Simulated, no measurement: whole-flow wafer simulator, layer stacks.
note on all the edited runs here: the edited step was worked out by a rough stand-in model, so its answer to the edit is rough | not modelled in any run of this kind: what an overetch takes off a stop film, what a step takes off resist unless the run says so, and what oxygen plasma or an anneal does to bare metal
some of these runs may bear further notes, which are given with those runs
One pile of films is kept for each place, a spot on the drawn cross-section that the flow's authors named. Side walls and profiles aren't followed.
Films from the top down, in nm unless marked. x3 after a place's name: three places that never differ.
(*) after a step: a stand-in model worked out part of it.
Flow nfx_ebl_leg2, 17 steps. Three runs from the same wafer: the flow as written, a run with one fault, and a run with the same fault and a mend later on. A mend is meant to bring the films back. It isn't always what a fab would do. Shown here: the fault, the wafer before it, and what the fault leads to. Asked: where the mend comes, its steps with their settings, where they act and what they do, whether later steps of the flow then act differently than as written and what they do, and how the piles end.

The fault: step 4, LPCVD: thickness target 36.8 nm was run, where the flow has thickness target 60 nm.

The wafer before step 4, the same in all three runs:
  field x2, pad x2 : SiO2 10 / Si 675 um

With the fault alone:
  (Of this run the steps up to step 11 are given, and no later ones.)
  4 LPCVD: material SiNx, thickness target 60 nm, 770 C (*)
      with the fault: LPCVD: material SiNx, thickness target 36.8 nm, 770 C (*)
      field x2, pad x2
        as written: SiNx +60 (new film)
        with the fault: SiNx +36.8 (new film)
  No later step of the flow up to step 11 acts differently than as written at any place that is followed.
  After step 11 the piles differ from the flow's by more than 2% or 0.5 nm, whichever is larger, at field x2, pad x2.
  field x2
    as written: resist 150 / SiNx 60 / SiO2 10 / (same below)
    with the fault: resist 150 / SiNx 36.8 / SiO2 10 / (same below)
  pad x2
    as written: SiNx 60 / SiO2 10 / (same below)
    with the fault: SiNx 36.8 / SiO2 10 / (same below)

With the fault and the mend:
  The mend comes after step 11.
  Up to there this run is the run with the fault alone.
  11a STRIP: resist, chemistry O2, 25 C (*)
      field x2
        resist -150 (all of it)
  11b CLEAN: chemistry SC1/SC2 (*) (the flow's step 2 once more)
      changes no film at any place that is followed
  11c LPCVD: material SiNx, thickness target 23.2 nm, 770 C (*) (the flow's step 4 once more, with other settings)
      field x2, pad x2
        SiNx +23.2
  11d DEHYDRATE: 180 C, 120 s (the flow's step 6 once more)
      changes no film at any place that is followed
  11e COAT: resist, thickness 150 nm (the flow's step 7 once more)
      field x2, pad x2
        resist +150 (new film)
  11f SOFTBAKE: resist, 150 C, 60 s (the flow's step 8 once more)
      changes no film at any place that is followed
  11g EXPOSE: PMMA, thickness 150 nm, photomask GRATING (*) (the flow's step 9 once more)
      changes no film at any place that is followed
  11h DEVELOP: resist, thickness 150 nm, developer developer-C-546, 60 s (*) (the flow's step 10 once more)
      pad x2
        resist -150 (all of it)
  No later step of the flow acts differently than as written at any place that is followed.
  At the end the piles are the same as the flow's at every place that both follow.
